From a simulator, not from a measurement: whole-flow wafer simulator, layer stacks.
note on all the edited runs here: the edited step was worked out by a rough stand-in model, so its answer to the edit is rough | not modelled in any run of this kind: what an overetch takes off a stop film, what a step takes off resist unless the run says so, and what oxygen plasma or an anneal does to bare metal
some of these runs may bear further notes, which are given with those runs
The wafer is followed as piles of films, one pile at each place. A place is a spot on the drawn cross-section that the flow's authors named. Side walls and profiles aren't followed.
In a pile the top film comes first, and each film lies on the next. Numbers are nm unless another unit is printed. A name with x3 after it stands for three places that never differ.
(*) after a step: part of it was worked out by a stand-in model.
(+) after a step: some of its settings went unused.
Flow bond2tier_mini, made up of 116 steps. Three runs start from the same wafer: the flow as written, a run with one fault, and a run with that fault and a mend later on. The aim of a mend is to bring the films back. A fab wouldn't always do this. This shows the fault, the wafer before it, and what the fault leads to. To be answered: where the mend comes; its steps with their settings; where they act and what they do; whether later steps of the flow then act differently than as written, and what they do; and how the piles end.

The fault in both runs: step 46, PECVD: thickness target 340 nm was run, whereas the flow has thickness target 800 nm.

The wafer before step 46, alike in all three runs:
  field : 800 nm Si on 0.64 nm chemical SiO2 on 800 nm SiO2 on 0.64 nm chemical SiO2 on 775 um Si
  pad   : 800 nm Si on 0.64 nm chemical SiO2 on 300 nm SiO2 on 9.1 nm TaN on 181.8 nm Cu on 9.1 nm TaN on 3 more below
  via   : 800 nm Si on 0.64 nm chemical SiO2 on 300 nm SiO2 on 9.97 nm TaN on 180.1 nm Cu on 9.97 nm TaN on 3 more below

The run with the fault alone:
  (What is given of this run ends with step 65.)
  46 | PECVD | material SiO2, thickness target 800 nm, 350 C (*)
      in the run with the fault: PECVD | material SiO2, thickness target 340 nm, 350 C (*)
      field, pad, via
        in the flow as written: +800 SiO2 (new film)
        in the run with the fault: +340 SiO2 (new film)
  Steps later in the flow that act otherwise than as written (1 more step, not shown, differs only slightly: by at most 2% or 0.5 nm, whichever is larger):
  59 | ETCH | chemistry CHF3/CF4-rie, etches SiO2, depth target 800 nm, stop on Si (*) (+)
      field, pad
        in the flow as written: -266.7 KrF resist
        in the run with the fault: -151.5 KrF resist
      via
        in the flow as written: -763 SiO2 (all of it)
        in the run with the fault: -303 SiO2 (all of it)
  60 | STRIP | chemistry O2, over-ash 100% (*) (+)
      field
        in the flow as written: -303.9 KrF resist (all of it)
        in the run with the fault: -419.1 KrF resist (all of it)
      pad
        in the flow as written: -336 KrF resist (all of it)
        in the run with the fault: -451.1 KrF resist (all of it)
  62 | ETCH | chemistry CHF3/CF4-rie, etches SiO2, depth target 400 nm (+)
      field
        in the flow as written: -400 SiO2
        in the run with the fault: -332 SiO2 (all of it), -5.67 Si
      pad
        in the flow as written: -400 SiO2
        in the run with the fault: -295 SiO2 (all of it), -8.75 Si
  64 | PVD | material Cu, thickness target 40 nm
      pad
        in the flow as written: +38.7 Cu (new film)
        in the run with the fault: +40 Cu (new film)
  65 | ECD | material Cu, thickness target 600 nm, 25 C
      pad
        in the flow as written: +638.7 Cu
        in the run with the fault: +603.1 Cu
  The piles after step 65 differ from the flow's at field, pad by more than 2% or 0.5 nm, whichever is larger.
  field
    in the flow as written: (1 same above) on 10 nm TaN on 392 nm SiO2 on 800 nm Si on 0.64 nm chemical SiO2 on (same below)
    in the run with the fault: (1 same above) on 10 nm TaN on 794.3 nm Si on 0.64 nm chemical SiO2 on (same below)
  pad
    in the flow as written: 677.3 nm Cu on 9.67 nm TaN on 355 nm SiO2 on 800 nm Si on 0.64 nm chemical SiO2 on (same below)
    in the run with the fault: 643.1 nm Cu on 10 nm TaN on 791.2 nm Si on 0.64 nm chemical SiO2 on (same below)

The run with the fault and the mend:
  The mend stands after step 46.
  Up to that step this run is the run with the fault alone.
  46a | PECVD | material SiO2, thickness target 460 nm, 350 C (*) (a further turn of the flow's step 46, with different settings)
      field, pad, via
        +460 SiO2
  Later steps of the flow that are run all act as written at every place that is followed.
  The piles end the same as the flow's at every place that both follow.
